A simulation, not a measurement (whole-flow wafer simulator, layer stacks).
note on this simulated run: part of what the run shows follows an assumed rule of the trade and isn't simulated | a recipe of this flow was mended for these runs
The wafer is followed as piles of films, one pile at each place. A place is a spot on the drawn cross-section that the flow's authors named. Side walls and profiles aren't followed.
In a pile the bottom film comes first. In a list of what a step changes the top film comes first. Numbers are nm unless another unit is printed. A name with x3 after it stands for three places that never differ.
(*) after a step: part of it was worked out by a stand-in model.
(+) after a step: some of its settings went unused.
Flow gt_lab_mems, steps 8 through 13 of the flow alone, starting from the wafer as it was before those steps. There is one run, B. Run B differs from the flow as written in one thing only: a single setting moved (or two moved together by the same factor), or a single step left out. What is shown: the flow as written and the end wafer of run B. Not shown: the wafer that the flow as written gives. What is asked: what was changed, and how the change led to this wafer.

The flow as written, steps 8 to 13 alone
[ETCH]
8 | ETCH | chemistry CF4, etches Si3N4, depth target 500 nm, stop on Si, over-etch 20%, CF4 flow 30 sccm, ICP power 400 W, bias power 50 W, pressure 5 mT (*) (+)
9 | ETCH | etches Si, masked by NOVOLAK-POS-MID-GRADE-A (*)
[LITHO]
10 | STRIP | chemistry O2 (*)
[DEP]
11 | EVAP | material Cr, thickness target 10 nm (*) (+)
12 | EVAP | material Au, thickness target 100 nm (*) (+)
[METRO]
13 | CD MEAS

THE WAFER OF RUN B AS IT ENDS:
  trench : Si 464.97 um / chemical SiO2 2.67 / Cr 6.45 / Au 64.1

Cause: step 8, ETCH: depth target 536 nm was run, whereas the flow has depth target 500 nm.

How this came from the change, step by step:
  8 | ETCH | chemistry CF4, etches Si3N4, depth target 500 nm, stop on Si, over-etch 20%, CF4 flow 30 sccm, ICP power 400 W, bias power 50 W, pressure 5 mT (*) (+)
      field: -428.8 g/i-line-resist (in the flow as written it would be: -400 g/i-line-resist)
      trench: -500 Si3N4 (all of it), -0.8 chemical SiO2 (all of it), -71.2 Si (in the flow as written it would be: -500 Si3N4 (all of it), -0.8 chemical SiO2 (all of it), -49.6 Si)
  10 | STRIP | chemistry O2 (*)
      field: -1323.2 g/i-line-resist (all of it) (in the flow as written it would be: -1352 g/i-line-resist (all of it))
